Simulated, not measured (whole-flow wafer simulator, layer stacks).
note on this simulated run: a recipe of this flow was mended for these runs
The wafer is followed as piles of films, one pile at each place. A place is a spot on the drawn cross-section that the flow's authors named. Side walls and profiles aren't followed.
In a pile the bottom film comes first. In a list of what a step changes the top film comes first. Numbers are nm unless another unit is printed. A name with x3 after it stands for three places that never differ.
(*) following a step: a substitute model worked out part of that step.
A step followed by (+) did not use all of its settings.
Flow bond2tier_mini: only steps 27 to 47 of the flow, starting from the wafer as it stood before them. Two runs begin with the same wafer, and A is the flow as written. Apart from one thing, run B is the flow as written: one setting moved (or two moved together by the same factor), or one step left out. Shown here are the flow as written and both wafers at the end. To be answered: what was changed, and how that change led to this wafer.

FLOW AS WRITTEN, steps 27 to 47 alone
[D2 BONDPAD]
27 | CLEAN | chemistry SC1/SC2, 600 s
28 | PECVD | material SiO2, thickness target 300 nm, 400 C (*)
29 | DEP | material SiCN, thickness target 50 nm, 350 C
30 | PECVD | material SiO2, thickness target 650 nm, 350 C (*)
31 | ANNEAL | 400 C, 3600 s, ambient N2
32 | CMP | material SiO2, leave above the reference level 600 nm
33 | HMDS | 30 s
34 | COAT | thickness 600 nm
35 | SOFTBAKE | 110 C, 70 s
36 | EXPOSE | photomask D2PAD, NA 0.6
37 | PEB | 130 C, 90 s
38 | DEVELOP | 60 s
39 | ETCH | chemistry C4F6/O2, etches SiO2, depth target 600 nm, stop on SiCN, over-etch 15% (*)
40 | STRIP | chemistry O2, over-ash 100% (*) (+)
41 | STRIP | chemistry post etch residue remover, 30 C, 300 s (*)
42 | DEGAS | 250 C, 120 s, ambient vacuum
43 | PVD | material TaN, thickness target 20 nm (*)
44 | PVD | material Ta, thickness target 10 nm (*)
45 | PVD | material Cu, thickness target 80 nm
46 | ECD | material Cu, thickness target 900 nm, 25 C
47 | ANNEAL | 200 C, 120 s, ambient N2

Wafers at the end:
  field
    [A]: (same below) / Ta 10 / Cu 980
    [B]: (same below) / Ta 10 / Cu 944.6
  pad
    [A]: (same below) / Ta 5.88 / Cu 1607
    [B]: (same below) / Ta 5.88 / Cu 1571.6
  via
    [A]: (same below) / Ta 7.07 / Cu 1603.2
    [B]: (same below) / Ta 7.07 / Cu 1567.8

Cause: step 45, PVD: thickness target 44.6 nm was run, though the flow has thickness target 80 nm.

How this came from the change, step by step:
  45 | PVD | material Cu, thickness target 80 nm
      field: A Cu gains 80 (new film) | B Cu gains 44.6 (new film)
      pad: A Cu gains 48.4 (new film) | B Cu gains 27.1 (new film)
      (also at 1 further place)
